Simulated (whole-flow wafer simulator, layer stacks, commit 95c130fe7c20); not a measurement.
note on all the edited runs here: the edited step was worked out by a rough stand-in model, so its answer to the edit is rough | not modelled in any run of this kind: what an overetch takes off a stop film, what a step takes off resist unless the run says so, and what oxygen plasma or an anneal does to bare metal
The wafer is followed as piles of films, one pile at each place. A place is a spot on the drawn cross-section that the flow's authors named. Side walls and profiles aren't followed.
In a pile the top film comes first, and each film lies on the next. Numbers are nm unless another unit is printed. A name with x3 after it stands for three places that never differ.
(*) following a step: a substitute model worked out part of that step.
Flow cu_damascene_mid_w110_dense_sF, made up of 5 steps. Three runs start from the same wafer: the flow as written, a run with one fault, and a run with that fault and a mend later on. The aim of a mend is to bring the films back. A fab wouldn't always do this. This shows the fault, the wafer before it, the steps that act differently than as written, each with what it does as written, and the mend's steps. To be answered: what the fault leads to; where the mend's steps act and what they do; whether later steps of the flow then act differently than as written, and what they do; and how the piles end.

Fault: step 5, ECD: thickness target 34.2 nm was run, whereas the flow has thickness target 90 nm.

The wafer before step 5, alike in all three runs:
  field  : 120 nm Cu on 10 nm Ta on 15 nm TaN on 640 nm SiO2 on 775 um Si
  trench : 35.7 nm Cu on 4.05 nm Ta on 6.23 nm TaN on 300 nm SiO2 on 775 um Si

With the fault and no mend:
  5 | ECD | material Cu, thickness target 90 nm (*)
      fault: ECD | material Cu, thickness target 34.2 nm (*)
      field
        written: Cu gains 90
        fault: Cu gains 34.2
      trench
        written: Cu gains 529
        fault: Cu gains 473.2
  Every later step of the flow that is run acts as written at every place that is followed.
  By the end, the piles at field, trench depart from the flow's by more than 2% or 0.5 nm, whichever is larger.
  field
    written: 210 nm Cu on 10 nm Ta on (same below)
    fault: 154.2 nm Cu on 10 nm Ta on (same below)
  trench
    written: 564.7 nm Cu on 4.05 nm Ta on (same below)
    fault: 508.9 nm Cu on 4.05 nm Ta on (same below)

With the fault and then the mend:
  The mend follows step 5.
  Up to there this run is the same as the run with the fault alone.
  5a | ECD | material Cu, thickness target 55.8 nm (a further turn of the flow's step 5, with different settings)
      field, trench
        Cu gains 55.8
  Every later step of the flow that is run acts as written at every place that is followed.
  By the end, the piles equal the flow's at every place that both follow.
